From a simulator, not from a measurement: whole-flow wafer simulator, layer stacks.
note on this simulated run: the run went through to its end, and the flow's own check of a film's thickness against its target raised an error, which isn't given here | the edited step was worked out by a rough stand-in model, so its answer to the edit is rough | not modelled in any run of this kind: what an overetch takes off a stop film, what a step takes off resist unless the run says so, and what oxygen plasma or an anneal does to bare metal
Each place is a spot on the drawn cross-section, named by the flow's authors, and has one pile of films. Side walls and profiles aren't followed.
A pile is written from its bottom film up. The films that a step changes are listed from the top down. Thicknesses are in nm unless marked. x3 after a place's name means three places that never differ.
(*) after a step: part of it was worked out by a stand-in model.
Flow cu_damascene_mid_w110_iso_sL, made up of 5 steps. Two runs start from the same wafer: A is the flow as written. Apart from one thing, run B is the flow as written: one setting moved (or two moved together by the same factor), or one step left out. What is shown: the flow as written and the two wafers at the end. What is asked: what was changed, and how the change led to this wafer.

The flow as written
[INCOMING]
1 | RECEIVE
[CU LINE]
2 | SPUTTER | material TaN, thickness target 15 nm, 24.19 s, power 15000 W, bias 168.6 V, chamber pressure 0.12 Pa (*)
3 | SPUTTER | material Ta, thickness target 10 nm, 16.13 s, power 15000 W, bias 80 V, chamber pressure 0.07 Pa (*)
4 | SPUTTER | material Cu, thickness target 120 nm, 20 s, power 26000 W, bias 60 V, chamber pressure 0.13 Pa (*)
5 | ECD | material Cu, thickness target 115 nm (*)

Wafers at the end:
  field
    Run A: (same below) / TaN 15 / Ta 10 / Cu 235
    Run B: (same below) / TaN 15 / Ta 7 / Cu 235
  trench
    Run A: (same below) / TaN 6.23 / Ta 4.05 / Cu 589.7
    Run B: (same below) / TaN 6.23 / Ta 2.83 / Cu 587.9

Cause: step 3, SPUTTER: thickness target 7 nm was run, while the flow as written has thickness target 10 nm; step 3, SPUTTER: 11.29 s was run, where the flow has 16.13 s.
The wafer lets one read it off: field has Ta 7, and step 3 as written asks for 10 nm.

The path from the change to this, step by step:
  3 | SPUTTER | material Ta, thickness target 10 nm, 16.13 s, power 15000 W, bias 80 V, chamber pressure 0.07 Pa (*)
      field: A Ta gains 10 (new film) | B Ta gains 7 (new film)
      trench: A Ta gains 4.05 (new film) | B Ta gains 2.83 (new film)
